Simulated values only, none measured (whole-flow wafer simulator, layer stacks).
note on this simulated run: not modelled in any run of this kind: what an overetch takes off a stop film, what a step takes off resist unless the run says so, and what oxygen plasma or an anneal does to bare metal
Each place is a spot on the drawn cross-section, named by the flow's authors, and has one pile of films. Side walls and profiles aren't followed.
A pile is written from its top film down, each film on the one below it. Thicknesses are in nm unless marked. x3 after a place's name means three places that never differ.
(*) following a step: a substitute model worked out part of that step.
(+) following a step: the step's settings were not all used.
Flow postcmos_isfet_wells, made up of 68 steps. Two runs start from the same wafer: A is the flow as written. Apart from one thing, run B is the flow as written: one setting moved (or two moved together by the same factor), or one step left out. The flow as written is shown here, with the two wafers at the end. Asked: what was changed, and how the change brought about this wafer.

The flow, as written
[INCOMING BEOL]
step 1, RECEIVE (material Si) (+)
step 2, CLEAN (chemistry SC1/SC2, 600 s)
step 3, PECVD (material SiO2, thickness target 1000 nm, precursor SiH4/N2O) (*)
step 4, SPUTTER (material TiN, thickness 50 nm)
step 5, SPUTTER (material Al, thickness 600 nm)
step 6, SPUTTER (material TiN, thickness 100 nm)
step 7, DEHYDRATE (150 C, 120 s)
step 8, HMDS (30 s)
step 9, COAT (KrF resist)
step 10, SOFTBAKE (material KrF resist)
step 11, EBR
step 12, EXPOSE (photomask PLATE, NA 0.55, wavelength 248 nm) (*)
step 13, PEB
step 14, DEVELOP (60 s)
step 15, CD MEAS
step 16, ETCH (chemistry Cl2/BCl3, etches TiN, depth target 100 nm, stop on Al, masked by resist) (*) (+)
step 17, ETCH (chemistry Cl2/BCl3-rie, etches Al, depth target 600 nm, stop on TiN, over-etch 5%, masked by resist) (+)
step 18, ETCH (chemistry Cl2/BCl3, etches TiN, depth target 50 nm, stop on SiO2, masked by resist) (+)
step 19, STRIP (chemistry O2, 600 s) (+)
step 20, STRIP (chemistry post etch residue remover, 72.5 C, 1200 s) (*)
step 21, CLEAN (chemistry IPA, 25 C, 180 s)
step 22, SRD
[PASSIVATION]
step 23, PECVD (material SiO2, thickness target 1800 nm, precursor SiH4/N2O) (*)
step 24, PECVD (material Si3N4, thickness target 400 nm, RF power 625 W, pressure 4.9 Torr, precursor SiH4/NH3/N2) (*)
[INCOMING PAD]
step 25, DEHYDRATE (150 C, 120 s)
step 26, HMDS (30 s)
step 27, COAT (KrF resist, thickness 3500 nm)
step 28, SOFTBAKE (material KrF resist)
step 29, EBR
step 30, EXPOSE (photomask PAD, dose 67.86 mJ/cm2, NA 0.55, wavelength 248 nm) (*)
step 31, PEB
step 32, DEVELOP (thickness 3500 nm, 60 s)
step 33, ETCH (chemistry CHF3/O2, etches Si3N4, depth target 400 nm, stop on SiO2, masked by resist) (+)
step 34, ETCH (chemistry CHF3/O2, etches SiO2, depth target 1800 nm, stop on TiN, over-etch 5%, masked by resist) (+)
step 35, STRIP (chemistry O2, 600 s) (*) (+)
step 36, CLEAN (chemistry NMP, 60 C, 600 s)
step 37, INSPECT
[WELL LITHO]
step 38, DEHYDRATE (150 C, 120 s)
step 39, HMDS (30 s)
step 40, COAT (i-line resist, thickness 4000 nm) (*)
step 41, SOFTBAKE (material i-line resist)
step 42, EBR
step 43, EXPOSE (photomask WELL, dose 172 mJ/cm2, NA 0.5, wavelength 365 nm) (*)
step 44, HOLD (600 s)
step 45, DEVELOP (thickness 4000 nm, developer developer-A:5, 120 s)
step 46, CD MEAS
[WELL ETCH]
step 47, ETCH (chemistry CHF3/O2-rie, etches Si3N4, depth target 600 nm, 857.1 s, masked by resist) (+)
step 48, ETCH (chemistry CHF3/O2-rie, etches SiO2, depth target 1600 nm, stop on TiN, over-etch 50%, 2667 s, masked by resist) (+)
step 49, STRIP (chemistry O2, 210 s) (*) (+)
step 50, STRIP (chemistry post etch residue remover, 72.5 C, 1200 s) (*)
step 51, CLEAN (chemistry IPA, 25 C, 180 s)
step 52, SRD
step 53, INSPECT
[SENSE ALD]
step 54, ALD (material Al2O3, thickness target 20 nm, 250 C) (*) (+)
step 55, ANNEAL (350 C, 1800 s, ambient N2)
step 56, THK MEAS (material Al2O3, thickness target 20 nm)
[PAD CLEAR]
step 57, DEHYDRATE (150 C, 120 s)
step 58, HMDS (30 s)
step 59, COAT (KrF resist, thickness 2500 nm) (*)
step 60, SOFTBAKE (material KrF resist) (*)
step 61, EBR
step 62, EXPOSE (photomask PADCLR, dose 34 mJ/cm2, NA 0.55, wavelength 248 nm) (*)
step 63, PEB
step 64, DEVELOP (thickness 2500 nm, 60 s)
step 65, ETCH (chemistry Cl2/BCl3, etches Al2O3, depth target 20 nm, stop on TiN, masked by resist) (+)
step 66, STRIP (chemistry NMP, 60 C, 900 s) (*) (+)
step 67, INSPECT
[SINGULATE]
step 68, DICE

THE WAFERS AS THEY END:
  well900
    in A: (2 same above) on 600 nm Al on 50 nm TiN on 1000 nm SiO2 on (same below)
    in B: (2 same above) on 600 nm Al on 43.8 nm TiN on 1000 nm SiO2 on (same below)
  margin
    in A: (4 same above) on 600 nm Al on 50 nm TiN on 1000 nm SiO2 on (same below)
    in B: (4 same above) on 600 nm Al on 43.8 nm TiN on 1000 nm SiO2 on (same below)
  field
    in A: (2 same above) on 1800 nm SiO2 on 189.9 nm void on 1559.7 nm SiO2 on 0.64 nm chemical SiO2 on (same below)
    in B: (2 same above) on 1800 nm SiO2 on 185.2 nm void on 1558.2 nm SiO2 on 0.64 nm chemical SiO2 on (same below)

Cause: step 4, SPUTTER: thickness 43.75 nm was run, though the flow has thickness 50 nm.
The wafer lets one read it off: well900 has TiN 43.8, and step 4 as written asks for 50 nm.

The path from the change to this, step by step:
  step 4, SPUTTER (material TiN, thickness 50 nm)
      field, margin, well900, well1300 x3, pad_rim, pad_clr, pad_open: A TiN gains 50 (new film) | B TiN gains 43.8 (new film)
  step 18, ETCH (chemistry Cl2/BCl3, etches TiN, depth target 50 nm, stop on SiO2, masked by resist) (+)
      field: A TiN loses 50 (all of it) | B TiN loses 43.8 (all of it)
  step 23, PECVD (material SiO2, thickness target 1800 nm, precursor SiH4/N2O) (*)
      field: A SiO2 gains 1800 (new film), void gains 189.9 (new film), SiO2 gains 559.7 | B SiO2 gains 1800 (new film), void gains 185.2 (new film), SiO2 gains 558.2
